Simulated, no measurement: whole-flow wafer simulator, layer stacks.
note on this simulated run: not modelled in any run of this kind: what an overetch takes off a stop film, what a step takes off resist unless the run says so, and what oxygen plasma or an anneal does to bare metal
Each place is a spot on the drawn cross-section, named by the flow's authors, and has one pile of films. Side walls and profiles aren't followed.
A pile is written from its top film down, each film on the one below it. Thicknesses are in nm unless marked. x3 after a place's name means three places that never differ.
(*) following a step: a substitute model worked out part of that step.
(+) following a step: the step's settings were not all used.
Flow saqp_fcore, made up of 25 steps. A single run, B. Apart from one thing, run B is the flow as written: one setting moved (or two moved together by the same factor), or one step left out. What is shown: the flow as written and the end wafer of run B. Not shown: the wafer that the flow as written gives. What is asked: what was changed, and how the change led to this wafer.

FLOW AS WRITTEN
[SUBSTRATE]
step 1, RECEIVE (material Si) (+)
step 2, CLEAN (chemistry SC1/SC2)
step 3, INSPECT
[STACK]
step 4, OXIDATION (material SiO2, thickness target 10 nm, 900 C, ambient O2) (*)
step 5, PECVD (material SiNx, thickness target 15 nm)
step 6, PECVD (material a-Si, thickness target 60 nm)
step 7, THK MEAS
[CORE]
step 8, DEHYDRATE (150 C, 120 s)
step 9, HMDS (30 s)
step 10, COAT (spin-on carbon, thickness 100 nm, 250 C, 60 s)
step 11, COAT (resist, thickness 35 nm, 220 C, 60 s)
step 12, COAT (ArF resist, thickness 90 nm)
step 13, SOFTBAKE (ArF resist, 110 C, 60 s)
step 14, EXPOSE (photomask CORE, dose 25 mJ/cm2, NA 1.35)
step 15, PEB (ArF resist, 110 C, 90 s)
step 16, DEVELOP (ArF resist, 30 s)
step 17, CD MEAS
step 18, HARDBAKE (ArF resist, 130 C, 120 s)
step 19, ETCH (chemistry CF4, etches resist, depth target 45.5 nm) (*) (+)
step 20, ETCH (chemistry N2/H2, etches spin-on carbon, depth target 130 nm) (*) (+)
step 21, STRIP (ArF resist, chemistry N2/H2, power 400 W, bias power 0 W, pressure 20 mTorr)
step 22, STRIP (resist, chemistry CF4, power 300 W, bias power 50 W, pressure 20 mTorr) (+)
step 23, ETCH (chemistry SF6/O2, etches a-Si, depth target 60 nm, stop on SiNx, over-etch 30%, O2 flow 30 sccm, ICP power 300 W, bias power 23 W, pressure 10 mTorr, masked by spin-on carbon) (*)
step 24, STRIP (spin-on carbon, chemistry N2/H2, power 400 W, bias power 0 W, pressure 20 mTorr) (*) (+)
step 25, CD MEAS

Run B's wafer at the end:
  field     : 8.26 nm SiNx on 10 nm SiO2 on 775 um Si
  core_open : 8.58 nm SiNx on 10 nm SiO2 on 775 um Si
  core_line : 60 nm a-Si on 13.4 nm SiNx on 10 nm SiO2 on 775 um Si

Cause: step 5, PECVD: thickness target 13.4 nm was run, though the flow has thickness target 15 nm.
The wafer lets one read it off: core_line has SiNx 13.4, and step 5 as written asks for 15 nm.

Step by step, how the change led to this:
  step 5, PECVD (material SiNx, thickness target 15 nm)
      field, core_open, core_line: +13.4 SiNx (new film) (it would be, as written: +15 SiNx (new film))
